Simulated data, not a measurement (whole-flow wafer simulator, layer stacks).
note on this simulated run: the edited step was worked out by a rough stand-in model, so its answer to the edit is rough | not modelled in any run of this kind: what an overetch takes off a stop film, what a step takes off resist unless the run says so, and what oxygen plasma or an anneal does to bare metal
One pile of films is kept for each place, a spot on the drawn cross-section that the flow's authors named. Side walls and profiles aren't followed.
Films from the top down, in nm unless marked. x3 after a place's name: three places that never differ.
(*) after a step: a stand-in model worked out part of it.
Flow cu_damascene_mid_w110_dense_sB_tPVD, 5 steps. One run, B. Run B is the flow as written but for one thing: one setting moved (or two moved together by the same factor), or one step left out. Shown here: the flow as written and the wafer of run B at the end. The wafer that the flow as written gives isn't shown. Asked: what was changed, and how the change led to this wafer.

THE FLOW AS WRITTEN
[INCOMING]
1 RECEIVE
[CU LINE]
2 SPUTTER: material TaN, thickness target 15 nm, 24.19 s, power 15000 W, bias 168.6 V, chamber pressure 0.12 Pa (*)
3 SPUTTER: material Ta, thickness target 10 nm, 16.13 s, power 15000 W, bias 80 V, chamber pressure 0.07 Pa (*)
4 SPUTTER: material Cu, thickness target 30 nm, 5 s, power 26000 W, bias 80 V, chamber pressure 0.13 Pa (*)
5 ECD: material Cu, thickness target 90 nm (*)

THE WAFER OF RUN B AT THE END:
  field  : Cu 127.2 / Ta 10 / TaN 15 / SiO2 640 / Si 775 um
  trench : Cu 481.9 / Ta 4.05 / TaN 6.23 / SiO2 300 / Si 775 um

The cause: step 4, SPUTTER: power 32240 W was run, where the flow has power 26000 W.

How the change led to this, step by step:
  4 SPUTTER: material Cu, thickness target 30 nm, 5 s, power 26000 W, bias 80 V, chamber pressure 0.13 Pa (*)
      field: Cu +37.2 (new film) (as written it would be: Cu +30 (new film))
      trench: Cu +16.1 (new film) (as written it would be: Cu +12.5 (new film))
